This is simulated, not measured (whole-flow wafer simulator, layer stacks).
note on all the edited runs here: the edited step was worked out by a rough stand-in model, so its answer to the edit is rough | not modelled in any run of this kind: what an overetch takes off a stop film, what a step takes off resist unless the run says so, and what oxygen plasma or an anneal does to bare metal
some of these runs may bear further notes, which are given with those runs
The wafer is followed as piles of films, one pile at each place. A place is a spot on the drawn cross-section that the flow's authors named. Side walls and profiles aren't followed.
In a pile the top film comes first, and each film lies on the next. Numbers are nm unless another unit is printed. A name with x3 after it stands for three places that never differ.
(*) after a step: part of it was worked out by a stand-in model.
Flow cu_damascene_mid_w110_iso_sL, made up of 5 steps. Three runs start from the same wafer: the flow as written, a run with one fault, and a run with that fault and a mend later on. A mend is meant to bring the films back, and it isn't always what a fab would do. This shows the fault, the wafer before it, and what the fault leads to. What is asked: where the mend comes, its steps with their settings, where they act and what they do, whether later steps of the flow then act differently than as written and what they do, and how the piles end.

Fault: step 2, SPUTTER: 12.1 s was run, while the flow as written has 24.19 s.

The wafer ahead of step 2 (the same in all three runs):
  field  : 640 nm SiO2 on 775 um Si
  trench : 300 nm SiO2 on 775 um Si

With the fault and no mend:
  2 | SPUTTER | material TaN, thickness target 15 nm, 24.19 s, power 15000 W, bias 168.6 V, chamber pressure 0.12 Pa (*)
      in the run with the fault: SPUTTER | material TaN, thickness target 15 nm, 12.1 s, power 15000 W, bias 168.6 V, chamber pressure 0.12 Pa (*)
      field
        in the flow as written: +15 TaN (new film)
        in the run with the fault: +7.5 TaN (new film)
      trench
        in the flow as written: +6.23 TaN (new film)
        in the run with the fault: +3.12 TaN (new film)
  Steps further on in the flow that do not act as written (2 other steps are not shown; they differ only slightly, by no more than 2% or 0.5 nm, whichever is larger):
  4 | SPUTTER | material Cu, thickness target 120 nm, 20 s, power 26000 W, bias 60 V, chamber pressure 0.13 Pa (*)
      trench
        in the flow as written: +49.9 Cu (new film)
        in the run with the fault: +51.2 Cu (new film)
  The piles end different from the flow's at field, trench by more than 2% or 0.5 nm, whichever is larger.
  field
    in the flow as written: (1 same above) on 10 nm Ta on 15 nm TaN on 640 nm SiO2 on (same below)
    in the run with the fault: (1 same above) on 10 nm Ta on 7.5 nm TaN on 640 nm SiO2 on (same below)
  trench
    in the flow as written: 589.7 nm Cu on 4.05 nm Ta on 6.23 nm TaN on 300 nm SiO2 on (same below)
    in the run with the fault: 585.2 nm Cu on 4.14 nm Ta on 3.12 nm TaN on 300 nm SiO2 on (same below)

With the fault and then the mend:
  After step 2 comes the mend.
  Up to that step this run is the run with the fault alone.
  2a | SPUTTER | material TaN, thickness target 15 nm, 12.09 s, power 15000 W, bias 168.6 V, chamber pressure 0.12 Pa (*) (a further turn of the flow's step 2, with different settings)
      field
        +7.5 TaN
      trench
        +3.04 TaN
  Later steps of the flow that are run all act as written at every place that is followed, up to a difference of at most 2% or 0.5 nm, whichever is larger.
  At the end the piles are close to the flow's at the places that both follow, differing by at most 2% or 0.5 nm, whichever is larger.
